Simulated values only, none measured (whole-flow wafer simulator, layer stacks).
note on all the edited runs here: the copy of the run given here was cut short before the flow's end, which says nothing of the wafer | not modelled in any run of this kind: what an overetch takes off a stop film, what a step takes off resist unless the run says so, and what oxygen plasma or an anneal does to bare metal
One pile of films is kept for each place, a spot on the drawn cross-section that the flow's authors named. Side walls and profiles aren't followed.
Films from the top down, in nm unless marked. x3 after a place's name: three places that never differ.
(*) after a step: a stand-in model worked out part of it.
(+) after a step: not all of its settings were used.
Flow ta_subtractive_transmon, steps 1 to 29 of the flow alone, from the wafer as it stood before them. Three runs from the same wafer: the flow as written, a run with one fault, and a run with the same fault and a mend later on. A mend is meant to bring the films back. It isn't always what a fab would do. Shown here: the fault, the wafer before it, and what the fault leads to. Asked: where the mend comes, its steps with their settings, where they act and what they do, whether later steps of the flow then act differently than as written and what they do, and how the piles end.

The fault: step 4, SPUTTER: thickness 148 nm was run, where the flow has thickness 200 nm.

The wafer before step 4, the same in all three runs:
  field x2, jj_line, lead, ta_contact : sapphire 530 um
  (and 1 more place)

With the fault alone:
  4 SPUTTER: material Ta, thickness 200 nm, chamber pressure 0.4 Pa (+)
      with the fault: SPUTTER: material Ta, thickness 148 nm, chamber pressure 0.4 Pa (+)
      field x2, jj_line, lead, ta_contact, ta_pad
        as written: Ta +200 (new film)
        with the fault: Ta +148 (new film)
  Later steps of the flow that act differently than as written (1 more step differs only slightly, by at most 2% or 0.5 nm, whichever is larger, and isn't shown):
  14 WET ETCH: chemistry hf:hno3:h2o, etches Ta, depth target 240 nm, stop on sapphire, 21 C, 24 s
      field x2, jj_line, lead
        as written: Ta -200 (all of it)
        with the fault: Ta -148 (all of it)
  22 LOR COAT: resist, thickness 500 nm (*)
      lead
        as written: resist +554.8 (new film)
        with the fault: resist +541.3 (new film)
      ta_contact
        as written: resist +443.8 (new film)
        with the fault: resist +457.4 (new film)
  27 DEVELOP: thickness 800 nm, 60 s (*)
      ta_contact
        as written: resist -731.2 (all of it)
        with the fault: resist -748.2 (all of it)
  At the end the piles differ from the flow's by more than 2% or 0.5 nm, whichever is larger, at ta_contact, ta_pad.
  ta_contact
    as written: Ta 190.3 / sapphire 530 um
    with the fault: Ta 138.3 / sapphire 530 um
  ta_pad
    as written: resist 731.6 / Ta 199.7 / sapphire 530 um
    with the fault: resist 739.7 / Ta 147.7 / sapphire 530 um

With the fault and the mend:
  The mend comes after step 5.
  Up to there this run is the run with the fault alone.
  5a SPUTTER: material Ta, thickness 52 nm, chamber pressure 0.4 Pa (+) (the flow's step 4 once more, with other settings)
      field x2, jj_line, lead, ta_contact, ta_pad
        Ta +52
  No later step of the flow acts differently than as written at any place that is followed.
  At the end the piles are the same as the flow's at every place that both follow.
